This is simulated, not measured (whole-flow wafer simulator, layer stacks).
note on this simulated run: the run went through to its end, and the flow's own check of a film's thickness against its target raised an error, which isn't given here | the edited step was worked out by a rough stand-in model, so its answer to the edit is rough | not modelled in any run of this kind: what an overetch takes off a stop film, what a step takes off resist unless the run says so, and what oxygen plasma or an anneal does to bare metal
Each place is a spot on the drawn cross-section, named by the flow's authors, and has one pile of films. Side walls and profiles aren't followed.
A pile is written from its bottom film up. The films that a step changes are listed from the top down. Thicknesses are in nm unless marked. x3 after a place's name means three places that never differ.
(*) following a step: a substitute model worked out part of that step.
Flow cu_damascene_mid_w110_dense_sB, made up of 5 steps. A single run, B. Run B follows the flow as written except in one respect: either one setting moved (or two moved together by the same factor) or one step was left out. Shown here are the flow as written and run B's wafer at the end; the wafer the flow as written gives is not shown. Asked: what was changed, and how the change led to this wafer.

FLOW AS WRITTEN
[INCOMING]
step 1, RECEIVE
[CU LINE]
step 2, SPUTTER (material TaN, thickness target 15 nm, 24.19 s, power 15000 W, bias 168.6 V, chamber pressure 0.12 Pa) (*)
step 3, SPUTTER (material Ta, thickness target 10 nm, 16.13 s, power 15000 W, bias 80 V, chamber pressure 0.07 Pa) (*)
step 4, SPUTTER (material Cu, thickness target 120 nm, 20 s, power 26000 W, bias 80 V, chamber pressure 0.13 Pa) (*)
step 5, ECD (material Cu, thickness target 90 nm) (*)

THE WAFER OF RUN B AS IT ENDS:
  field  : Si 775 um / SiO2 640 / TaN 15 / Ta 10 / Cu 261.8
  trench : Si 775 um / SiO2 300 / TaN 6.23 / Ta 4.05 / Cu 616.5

The reason: step 5, ECD: thickness target 141.8 nm was run, though the flow has thickness target 90 nm.

Step by step, how the change led to this:
  step 5, ECD (material Cu, thickness target 90 nm) (*)
      field: Cu gains 141.8 (in the flow as written it would be: Cu gains 90)
      trench: Cu gains 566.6 (in the flow as written it would be: Cu gains 514.8)
